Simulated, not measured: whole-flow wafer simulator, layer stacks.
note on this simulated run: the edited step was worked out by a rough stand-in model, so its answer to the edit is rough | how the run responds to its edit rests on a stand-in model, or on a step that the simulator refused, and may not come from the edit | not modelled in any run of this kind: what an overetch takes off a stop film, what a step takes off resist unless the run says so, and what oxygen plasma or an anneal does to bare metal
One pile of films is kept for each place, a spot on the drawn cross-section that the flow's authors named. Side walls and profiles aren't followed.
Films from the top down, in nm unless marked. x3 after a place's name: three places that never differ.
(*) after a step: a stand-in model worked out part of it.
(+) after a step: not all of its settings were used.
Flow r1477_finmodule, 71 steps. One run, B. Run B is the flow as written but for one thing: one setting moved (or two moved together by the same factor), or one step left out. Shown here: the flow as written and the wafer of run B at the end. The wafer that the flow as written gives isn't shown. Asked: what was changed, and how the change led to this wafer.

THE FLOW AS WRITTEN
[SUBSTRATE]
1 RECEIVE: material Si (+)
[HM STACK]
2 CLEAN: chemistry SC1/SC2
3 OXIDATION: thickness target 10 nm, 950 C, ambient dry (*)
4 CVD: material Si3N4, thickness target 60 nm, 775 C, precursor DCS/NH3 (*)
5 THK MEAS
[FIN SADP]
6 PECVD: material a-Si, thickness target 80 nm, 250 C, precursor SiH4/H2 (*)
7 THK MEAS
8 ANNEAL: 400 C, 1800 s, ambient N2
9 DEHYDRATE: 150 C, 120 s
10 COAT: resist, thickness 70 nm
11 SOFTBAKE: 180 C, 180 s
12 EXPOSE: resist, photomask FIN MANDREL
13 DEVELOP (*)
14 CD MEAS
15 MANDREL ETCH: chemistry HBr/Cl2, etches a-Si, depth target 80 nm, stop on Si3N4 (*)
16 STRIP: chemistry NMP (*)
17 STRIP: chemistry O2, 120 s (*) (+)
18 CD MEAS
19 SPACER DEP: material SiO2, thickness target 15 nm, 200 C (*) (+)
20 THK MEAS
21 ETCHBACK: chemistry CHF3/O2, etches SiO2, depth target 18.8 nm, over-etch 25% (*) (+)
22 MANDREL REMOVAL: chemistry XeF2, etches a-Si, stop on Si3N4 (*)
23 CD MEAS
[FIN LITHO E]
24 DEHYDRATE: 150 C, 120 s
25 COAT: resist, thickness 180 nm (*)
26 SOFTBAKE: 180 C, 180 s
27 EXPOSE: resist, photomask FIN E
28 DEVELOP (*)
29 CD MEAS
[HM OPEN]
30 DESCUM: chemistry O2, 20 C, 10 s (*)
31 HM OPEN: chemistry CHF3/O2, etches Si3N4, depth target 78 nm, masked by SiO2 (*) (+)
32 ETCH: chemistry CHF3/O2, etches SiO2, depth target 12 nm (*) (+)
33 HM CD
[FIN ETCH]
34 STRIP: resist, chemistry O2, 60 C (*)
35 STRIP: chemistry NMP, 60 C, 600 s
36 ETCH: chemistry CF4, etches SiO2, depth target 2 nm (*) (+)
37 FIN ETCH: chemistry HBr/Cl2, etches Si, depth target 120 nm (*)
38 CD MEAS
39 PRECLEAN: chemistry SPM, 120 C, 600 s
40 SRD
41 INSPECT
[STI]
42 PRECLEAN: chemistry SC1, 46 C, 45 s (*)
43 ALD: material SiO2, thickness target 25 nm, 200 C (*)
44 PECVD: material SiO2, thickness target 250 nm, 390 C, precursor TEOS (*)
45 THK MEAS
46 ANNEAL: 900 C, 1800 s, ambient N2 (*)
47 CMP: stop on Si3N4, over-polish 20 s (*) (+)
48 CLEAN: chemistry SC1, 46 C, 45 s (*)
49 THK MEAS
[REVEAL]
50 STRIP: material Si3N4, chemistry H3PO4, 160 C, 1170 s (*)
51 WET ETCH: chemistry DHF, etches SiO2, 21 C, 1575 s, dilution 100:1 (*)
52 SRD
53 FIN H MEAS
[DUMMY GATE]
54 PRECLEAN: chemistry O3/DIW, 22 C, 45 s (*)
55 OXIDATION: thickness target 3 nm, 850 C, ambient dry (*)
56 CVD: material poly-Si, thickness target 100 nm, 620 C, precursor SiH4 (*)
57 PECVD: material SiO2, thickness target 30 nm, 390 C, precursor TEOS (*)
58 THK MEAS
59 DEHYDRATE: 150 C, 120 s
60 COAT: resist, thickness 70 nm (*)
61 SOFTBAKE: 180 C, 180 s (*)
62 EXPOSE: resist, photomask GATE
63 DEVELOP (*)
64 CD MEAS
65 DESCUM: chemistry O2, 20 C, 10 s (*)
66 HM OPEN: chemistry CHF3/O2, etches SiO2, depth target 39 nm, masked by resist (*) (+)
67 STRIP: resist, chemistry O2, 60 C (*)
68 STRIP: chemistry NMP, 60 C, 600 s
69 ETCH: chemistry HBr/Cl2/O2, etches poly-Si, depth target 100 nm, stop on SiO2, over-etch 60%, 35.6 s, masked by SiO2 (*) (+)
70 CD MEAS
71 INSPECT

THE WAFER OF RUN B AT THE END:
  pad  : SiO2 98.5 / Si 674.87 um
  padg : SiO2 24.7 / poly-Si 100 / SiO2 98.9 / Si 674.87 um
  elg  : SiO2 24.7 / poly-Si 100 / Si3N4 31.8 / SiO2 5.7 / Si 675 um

The cause: step 3, OXIDATION: thickness target 5.7 nm was run, where the flow has thickness target 10 nm.
It can be read off the wafer: elg has SiO2 5.7, and step 3 as written asks for 10 nm.

How the change led to this, step by step:
  3 OXIDATION: thickness target 10 nm, 950 C, ambient dry (*)
      pad, padg, elg and 33 more: SiO2 +5.7 (new film), chemical SiO2 -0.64 (all of it), Si -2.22 (as written it would be: SiO2 +10 (new film), chemical SiO2 -0.64 (all of it), Si -4.12)
  31 HM OPEN: chemistry CHF3/O2, etches Si3N4, depth target 78 nm, masked by SiO2 (*) (+)
      s40cg, s45cg, s50cg, s40co, s45co, s50co: Si3N4 -60 (all of it), SiO2 -5.7 (all of it) (as written it would be: Si3N4 -60 (all of it), SiO2 -9)
      pad, padg, esg and 13 more: Si3N4 -56.4 (all of it), SiO2 -5.7 (all of it) (as written it would be: Si3N4 -56.4 (all of it), SiO2 -10 (all of it))
  32 ETCH: chemistry CHF3/O2, etches SiO2, depth target 12 nm (*) (+)
      s40cg, s40co: Si -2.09 (as written it would be: SiO2 -1 (all of it), Si -2.2)
      s45cg, s45co: Si -2.13 (as written it would be: SiO2 -1 (all of it), Si -2.2)
      (and at 2 more places)
  43 ALD: material SiO2, thickness target 25 nm, 200 C (*)
      esg: SiO2 +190 (new film) (as written it would be: SiO2 +194.3 (new film))
  47 CMP: stop on Si3N4, over-polish 20 s (*) (+)
      pad, padg, e40sg and 11 more: SiO2 -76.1 (as written it would be: SiO2 -71.8)
      eso: SiO2 -76.7 (as written it would be: SiO2 -72.4)
  51 WET ETCH: chemistry DHF, etches SiO2, 21 C, 1575 s, dilution 100:1 (*)
      s40sg_line, s45sg_line, s50sg_line, s40so_line, s45so_line, s50so_line: SiO2 -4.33 (all of it) (as written it would be: SiO2 -8.63 (all of it))
  56 CVD: material poly-Si, thickness target 100 nm, 620 C, precursor SiH4 (*)
      s40cg, s40co: poly-Si +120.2 (new film) (as written it would be: poly-Si +113.9 (new film))
      s45cg, s45co: poly-Si +117.7 (new film) (as written it would be: poly-Si +113.4 (new film))
      (and at 2 more places)
  60 COAT: resist, thickness 70 nm (*)
      s40cg, s40co: resist +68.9 (new film) (as written it would be: resist +70.6 (new film))
      s40sg, s40so: resist +95.7 (new film) (as written it would be: resist +91 (new film))
      (and at 4 more places)
  63 DEVELOP (*)
      s40co: resist -68.9 (all of it) (as written it would be: resist -70.6 (all of it))
      s40so: resist -95.7 (all of it) (as written it would be: resist -91 (all of it))
      (and at 2 more places)
  67 STRIP: resist, chemistry O2, 60 C (*)
      s40cg: resist -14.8 (all of it) (as written it would be: resist -16.5 (all of it))
      s40sg: resist -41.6 (all of it) (as written it would be: resist -36.9 (all of it))
      (and at 2 more places)
  69 ETCH: chemistry HBr/Cl2/O2, etches poly-Si, depth target 100 nm, stop on SiO2, over-etch 60%, 35.6 s, masked by SiO2 (*) (+)
      s40co: chemical SiO2 -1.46 (all of it), poly-Si -117.8 (all of it), SiO2 -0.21 (as written it would be: chemical SiO2 -1.46 (all of it), poly-Si -111.5 (all of it), SiO2 -0.24)
      s45co: chemical SiO2 -1.46 (all of it), poly-Si -115.2 (all of it), SiO2 -0.22 (as written it would be: chemical SiO2 -1.46 (all of it), poly-Si -110.9 (all of it), SiO2 -0.25)
      (and at 1 more place)
